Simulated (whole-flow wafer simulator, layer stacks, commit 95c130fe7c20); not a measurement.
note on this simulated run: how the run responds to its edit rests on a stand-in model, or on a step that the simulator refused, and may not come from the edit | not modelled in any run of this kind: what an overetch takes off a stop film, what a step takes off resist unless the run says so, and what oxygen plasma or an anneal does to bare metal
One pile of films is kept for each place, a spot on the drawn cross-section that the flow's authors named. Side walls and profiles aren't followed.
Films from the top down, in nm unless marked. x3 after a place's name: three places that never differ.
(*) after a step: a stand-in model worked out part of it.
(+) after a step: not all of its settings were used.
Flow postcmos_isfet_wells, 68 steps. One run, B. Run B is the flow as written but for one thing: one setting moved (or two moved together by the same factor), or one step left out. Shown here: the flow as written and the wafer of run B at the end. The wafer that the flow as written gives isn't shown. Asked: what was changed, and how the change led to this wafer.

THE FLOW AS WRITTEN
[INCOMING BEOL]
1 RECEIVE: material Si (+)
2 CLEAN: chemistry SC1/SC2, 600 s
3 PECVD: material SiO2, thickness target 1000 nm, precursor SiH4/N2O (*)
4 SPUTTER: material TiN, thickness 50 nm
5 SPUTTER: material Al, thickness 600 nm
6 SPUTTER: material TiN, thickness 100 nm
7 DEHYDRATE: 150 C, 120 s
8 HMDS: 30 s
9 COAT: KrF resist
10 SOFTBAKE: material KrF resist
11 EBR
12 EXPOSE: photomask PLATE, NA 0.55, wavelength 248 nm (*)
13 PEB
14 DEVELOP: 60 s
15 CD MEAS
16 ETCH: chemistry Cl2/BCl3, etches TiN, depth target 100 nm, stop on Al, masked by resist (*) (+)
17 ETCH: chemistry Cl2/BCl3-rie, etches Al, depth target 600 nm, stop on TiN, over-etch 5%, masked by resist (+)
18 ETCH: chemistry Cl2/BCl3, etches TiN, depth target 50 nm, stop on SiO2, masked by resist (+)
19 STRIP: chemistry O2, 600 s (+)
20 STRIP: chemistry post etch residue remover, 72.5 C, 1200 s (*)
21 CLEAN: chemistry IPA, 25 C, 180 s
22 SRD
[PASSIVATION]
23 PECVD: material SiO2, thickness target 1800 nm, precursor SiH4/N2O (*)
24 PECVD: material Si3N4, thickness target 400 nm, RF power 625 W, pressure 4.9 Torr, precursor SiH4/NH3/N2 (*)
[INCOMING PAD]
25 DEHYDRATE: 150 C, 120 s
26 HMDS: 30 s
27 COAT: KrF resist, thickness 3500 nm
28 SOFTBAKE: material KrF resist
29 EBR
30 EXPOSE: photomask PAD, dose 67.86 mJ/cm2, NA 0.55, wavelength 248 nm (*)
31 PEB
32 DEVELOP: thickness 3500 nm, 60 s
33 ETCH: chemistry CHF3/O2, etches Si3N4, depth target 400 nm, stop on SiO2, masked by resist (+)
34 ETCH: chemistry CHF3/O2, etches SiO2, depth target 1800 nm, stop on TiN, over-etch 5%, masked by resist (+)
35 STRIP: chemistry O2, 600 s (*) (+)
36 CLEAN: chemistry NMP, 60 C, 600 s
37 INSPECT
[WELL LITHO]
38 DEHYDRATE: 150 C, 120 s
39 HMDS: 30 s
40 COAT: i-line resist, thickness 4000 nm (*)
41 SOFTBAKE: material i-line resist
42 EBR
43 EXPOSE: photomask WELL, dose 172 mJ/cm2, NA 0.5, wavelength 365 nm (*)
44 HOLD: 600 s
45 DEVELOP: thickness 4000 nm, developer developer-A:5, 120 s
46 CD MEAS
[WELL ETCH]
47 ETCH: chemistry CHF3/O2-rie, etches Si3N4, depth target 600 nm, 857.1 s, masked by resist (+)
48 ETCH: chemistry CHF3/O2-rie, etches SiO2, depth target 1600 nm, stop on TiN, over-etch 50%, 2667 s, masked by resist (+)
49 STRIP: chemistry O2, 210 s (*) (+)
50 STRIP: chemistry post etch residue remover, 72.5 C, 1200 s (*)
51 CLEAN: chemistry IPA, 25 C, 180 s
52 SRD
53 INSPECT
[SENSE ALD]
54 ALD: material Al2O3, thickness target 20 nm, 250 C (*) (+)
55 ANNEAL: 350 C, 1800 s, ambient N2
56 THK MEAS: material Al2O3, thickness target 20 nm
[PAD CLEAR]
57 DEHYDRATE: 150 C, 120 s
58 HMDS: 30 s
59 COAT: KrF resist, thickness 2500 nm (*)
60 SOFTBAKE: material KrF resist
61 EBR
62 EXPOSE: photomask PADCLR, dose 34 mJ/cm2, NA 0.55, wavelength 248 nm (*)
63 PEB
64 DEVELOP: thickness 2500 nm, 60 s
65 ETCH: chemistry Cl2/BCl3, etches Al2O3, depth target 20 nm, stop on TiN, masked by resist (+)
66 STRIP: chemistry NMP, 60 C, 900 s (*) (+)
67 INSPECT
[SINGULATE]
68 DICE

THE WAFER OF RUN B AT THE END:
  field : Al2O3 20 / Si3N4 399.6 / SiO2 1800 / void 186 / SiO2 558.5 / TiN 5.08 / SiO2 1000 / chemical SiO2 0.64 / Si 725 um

The cause: step 18, ETCH: depth target 44.5 nm was run, where the flow has depth target 50 nm.

How the change led to this, step by step:
  18 ETCH: chemistry Cl2/BCl3, etches TiN, depth target 50 nm, stop on SiO2, masked by resist (+)
      field: TiN -44.5 (as written it would be: TiN -50 (all of it))
      margin, well900, well1300 x3, pad_rim, pad_clr, pad_open: KrF resist -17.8 (as written it would be: KrF resist -20)
  23 PECVD: material SiO2, thickness target 1800 nm, precursor SiH4/N2O (*)
      field: SiO2 +1800 (new film), void +186 (new film), SiO2 +558.5 (new film) (as written it would be: SiO2 +1800 (new film), void +189.9 (new film), SiO2 +559.7)
Counting metal films that touch as one body, field has 1 body; the flow as written gives 0 bodies.
